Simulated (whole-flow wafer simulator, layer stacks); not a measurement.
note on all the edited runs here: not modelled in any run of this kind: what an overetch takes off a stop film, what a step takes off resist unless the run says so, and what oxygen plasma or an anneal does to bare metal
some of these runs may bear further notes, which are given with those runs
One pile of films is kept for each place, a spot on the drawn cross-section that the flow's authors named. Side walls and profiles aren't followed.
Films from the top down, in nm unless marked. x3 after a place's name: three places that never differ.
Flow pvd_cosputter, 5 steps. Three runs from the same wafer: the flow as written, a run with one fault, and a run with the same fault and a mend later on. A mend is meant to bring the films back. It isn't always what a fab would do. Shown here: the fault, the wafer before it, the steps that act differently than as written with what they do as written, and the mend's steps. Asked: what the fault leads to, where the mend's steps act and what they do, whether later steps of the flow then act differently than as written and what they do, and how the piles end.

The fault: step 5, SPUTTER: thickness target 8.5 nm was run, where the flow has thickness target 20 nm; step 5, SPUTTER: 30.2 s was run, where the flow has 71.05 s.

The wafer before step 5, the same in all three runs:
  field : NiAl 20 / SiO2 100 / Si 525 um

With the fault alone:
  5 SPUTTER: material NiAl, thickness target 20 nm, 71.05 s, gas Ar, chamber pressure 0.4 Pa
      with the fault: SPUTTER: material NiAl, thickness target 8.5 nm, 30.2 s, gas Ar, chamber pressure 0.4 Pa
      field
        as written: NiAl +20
        with the fault: NiAl +8.5
  No later step of the flow acts differently than as written at any place that is followed.
  At the end the piles differ from the flow's by more than 2% or 0.5 nm, whichever is larger, at field.
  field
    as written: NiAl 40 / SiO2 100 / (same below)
    with the fault: NiAl 28.5 / SiO2 100 / (same below)

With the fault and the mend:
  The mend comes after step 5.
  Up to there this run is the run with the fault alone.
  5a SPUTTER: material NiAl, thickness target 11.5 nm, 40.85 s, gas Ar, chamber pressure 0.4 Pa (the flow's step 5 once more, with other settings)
      field
        NiAl +11.5
  No later step of the flow acts differently than as written at any place that is followed.
  At the end the piles are the same as the flow's at every place that both follow.
